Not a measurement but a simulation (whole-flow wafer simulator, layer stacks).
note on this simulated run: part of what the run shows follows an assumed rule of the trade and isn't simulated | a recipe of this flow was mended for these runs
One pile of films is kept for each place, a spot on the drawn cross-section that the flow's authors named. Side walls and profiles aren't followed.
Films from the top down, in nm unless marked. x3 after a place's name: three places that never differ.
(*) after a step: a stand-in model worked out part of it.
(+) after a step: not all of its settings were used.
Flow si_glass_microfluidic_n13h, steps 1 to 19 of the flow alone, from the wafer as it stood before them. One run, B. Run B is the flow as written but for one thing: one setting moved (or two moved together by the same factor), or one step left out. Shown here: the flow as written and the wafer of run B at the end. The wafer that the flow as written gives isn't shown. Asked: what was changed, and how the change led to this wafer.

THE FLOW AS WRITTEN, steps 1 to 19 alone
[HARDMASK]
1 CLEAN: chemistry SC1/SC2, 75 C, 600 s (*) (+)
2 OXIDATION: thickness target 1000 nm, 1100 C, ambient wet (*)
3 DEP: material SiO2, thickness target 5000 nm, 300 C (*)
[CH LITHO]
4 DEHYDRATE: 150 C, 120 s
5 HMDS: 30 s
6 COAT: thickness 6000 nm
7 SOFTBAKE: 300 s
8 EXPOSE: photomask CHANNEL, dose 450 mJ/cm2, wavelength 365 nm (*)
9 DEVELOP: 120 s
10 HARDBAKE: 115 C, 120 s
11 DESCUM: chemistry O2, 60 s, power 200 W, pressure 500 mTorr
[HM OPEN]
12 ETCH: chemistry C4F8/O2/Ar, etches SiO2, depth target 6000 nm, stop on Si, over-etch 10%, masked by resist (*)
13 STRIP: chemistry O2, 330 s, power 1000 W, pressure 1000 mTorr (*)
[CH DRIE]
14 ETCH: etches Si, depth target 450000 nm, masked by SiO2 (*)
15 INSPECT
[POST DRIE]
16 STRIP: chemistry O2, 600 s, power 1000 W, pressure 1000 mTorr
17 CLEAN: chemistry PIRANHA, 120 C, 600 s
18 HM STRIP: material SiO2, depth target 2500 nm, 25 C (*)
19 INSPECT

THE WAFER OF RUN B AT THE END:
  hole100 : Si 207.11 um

The cause: step 3, DEP: thickness target 6388 nm was run, where the flow has thickness target 5000 nm.

How the change led to this, step by step:
  3 DEP: material SiO2, thickness target 5000 nm, 300 C (*)
      land, hole100: SiO2 +6388 (as written it would be: SiO2 +5000)
  12 ETCH: chemistry C4F8/O2/Ar, etches SiO2, depth target 6000 nm, stop on Si, over-etch 10%, masked by resist (*)
      hole100: SiO2 -6600 (as written it would be: SiO2 -6000 (all of it), Si -75)
  13 STRIP: chemistry O2, 330 s, power 1000 W, pressure 1000 mTorr (*)
      hole100: nothing (as written it would be: chemical SiO2 +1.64 (new film), Si -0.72)
  14 ETCH: etches Si, depth target 450000 nm, masked by SiO2 (*)
      hole100: SiO2 -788 (all of it), Si -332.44 um (as written it would be: chemical SiO2 -1.64 (all of it), Si -450.64 um)
  18 HM STRIP: material SiO2, depth target 2500 nm, 25 C (*)
      land: SiO2 -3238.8 (all of it) (as written it would be: SiO2 -1854.4 (all of it))
